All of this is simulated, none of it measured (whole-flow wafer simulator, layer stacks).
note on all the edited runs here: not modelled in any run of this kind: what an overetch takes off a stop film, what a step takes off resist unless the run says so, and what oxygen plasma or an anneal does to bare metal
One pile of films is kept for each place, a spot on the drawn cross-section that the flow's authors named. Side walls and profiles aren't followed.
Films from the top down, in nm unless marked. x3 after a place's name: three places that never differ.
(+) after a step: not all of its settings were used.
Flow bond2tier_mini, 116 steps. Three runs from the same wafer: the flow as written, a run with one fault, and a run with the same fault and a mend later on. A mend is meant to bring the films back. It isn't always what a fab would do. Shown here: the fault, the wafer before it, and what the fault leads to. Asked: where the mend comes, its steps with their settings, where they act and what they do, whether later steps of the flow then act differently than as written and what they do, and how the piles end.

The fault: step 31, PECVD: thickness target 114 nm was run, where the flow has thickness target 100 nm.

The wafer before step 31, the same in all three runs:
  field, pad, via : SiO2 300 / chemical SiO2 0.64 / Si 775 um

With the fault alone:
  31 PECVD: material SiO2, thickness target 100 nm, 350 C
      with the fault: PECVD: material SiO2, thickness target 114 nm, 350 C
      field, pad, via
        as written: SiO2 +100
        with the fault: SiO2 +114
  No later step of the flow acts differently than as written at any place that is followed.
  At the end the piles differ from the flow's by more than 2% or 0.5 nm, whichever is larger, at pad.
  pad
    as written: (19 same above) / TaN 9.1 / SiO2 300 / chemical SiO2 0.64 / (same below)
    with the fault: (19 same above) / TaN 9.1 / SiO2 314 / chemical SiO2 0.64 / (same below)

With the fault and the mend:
  The mend comes after step 36.
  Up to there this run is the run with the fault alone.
  36a STRIP: chemistry O2, over-ash 100% (+)
      field
        KrF resist -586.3 (all of it)
  36b ETCH: chemistry CHF3/CF4-rie, etches SiO2, depth target 14 nm
      field, pad, via
        SiO2 -14
  36c COAT: KrF resist, thickness 600 nm (the flow's step 32 once more)
      field, pad, via
        KrF resist +600 (new film)
  36d SOFTBAKE: KrF resist (the flow's step 33 once more)
      changes no film at any place that is followed
  36e EXPOSE: photomask APAD, NA 0.6 (the flow's step 34 once more)
      changes no film at any place that is followed
  36f PEB: KrF resist (the flow's step 35 once more)
      changes no film at any place that is followed
  36g DEVELOP: developer TMAH-0.26N, 60 s (the flow's step 36 once more)
      pad, via
        KrF resist -600 (all of it)
      field
        KrF resist -13.7
  No later step of the flow acts differently than as written at any place that is followed.
  At the end the piles are the same as the flow's at every place that both follow.
